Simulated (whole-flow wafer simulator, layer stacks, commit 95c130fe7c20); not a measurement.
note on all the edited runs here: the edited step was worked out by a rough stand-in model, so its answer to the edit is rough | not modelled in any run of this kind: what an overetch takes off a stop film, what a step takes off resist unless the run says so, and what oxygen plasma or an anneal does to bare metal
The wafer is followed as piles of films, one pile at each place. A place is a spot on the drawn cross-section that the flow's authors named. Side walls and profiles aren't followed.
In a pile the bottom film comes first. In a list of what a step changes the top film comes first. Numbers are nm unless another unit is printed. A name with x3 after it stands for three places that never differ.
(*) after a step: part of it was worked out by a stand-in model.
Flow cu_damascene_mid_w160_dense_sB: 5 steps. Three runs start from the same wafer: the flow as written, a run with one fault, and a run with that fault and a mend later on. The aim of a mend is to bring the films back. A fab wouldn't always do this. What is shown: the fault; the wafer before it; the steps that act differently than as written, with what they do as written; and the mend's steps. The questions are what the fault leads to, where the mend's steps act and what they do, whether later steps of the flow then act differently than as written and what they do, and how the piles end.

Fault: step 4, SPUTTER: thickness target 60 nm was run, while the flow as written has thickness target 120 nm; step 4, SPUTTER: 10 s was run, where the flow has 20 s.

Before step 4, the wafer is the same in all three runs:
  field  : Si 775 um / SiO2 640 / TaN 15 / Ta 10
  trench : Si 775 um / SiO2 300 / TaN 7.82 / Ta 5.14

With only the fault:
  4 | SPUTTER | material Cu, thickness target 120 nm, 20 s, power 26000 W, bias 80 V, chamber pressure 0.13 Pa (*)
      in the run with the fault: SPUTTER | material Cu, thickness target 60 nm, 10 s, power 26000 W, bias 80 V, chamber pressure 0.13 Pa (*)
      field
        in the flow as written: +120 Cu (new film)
        in the run with the fault: +60 Cu (new film)
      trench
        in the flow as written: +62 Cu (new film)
        in the run with the fault: +31 Cu (new film)
  Later steps of the flow acting differently than as written:
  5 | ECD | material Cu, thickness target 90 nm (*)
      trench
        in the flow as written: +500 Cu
        in the run with the fault: +471 Cu
  By the end, the piles at field, trench depart from the flow's by more than 2% or 0.5 nm, whichever is larger.
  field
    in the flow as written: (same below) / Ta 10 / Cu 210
    in the run with the fault: (same below) / Ta 10 / Cu 150
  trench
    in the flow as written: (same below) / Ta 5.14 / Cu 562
    in the run with the fault: (same below) / Ta 5.14 / Cu 502

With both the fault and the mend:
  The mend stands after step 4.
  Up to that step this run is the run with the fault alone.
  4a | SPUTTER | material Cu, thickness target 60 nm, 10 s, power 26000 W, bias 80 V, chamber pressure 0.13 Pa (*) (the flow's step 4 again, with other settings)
      field
        +60 Cu
      trench
        +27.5 Cu
  Later steps of the flow that are run all act as written at every place that is followed, up to a difference of at most 2% or 0.5 nm, whichever is larger.
  At every place that both follow, the piles at the end match the flow's.
